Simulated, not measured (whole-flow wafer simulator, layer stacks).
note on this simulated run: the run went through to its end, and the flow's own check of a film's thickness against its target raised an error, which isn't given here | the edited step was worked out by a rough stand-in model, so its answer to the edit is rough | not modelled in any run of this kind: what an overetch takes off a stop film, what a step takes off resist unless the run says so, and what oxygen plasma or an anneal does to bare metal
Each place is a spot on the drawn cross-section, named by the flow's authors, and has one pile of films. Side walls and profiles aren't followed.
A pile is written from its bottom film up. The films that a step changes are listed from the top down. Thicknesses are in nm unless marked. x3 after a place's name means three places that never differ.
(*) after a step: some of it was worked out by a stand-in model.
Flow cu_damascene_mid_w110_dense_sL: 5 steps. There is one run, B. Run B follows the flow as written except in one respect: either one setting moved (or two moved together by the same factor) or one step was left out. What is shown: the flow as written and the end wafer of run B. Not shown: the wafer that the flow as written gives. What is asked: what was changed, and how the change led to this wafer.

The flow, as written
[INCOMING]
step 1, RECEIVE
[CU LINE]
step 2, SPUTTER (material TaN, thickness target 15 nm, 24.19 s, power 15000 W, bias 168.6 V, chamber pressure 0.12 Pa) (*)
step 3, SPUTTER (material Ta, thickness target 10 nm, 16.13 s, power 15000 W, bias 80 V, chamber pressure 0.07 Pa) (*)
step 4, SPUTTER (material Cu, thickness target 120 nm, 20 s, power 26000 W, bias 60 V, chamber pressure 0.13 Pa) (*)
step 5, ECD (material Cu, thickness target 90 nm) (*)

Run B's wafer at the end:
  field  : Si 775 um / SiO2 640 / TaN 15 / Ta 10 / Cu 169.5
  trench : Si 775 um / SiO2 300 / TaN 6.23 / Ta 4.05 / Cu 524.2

Cause: step 5, ECD: thickness target 49.5 nm was run, whereas the flow has thickness target 90 nm.

How this came from the change, step by step:
  step 5, ECD (material Cu, thickness target 90 nm) (*)
      field: Cu gains 49.5 (as written it would have been: Cu gains 90)
      trench: Cu gains 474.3 (as written it would have been: Cu gains 514.8)
